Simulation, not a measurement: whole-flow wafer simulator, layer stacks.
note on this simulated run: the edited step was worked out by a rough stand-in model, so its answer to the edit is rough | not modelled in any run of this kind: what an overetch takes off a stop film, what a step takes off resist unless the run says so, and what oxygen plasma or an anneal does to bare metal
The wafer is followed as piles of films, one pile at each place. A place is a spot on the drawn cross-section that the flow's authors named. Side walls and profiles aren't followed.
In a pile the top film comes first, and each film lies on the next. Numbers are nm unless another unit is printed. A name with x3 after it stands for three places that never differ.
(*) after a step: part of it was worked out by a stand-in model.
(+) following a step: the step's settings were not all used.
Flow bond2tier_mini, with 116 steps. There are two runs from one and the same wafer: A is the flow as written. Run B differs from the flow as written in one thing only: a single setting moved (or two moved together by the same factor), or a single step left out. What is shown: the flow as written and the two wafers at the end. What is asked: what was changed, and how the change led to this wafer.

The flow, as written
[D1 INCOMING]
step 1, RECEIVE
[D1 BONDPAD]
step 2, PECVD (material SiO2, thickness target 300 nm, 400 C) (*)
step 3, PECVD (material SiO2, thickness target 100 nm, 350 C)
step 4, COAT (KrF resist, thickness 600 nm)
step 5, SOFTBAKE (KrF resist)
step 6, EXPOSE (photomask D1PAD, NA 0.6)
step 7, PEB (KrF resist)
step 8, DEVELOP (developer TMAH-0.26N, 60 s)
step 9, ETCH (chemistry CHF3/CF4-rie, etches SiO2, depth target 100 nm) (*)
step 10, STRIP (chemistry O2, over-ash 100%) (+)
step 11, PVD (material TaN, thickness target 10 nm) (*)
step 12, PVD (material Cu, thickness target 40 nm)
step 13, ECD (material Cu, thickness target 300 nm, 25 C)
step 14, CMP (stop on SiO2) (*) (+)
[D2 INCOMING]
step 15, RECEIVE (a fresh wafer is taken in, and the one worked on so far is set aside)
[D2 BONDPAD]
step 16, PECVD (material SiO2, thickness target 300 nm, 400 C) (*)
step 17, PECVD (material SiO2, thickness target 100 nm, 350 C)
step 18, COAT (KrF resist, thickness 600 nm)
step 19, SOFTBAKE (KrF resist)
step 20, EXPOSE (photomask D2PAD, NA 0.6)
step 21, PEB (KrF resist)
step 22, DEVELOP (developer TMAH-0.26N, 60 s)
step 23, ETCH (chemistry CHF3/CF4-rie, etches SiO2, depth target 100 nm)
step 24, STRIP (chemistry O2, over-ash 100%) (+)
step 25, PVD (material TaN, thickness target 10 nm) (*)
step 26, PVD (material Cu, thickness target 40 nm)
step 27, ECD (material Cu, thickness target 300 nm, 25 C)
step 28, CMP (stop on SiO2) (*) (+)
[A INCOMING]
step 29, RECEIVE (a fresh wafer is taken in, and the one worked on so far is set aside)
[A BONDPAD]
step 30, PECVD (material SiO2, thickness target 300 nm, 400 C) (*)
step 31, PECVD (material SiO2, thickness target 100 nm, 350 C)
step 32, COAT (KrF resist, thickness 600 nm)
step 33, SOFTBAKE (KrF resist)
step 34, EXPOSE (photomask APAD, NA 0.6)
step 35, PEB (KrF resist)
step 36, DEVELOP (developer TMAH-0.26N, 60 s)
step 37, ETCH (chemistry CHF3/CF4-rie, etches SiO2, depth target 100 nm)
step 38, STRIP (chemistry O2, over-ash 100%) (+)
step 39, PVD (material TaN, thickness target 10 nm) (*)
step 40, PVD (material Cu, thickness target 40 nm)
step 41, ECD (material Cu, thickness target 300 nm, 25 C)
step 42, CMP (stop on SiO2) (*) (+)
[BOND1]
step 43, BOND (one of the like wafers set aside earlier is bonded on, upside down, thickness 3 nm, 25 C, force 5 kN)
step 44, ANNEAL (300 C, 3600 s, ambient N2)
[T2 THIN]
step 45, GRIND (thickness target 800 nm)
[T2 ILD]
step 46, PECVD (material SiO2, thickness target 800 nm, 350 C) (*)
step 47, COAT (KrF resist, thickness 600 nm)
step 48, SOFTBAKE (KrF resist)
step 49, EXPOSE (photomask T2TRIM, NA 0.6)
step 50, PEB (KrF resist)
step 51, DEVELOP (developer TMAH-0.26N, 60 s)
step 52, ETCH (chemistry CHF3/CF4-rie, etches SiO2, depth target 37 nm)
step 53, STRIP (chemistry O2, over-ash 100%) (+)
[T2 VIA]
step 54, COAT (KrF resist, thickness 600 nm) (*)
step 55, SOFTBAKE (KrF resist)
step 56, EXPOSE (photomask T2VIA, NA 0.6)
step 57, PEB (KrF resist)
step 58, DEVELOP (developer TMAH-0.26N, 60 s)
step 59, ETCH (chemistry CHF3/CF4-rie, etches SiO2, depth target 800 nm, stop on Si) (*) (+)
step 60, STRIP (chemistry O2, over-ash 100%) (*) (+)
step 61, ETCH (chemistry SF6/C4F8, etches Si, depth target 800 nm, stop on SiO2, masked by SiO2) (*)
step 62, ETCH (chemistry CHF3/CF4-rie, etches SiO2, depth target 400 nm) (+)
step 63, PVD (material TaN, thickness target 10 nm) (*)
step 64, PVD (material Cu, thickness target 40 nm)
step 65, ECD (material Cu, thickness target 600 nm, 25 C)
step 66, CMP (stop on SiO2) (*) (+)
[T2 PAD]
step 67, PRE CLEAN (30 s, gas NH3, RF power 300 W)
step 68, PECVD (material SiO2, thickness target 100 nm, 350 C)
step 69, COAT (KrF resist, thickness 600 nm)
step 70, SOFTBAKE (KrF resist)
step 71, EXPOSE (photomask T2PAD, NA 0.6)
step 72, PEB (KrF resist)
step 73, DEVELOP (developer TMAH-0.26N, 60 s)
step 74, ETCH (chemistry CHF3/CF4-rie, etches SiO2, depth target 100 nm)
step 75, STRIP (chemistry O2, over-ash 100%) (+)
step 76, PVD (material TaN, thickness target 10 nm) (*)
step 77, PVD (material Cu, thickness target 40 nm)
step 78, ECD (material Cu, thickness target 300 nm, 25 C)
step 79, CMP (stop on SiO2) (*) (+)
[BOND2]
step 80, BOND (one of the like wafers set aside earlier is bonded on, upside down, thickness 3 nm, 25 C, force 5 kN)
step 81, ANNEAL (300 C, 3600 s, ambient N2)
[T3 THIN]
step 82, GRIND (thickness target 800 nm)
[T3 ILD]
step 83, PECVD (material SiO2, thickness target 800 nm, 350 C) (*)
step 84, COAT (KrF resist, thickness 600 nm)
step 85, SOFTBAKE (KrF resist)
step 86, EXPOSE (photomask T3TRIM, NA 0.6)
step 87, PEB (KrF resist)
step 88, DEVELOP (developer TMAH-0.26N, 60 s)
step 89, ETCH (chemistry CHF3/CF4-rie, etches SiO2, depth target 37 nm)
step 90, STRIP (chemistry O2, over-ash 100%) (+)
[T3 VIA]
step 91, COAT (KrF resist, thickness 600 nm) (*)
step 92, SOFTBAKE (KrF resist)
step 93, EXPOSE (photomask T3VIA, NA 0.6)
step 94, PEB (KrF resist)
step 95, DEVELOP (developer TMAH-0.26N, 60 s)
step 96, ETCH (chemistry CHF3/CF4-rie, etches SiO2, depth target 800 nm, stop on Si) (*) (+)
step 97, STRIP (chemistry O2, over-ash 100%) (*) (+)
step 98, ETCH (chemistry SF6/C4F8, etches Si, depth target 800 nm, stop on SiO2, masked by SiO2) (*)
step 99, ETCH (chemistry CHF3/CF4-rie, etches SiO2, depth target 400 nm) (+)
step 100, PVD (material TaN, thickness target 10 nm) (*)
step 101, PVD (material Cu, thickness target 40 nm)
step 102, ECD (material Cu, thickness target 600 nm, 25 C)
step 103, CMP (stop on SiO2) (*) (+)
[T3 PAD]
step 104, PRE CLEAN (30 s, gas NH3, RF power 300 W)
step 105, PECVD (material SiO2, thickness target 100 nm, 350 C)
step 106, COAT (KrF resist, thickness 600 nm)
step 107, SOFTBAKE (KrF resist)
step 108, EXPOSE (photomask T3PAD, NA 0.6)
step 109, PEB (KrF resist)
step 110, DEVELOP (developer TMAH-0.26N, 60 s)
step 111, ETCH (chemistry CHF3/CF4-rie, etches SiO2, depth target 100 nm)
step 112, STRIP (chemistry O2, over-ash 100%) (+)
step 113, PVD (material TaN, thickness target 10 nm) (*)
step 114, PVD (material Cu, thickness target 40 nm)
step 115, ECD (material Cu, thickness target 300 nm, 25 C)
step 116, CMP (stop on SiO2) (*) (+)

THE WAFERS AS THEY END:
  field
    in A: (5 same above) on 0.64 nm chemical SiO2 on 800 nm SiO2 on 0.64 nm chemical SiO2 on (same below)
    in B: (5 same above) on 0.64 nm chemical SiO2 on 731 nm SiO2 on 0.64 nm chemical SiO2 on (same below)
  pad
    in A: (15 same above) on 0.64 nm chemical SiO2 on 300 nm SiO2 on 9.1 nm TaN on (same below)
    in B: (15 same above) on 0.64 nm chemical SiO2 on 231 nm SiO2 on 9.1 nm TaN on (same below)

The reason: step 2, PECVD: thickness target 231 nm was run, whereas the flow has thickness target 300 nm.
One can read it off the wafer: pad has SiO2 231, and step 2 as written asks for 300 nm.

Step by step, how the change led to this:
  step 2, PECVD (material SiO2, thickness target 300 nm, 400 C) (*)
      field, pad, via: A SiO2 gains 300 (new film) | B SiO2 gains 231 (new film)
  step 43, BOND (one of the like wafers set aside earlier is bonded on, upside down, thickness 3 nm, 25 C, force 5 kN)
      field: A Si gains 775 um (new film), chemical SiO2 gains 0.64 (new film), SiO2 gains 400 | B Si gains 775 um (new film), chemical SiO2 gains 0.64 (new film), SiO2 gains 331
      pad: A Si gains 775 um (new film), chemical SiO2 gains 0.64 (new film), SiO2 gains 300 (new film), TaN gains 9.1 (new film), Cu gains 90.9 | B Si gains 775 um (new film), chemical SiO2 gains 0.64 (new film), SiO2 gains 231 (new film), TaN gains 9.1 (new film), Cu gains 90.9
      (also at 1 further place)
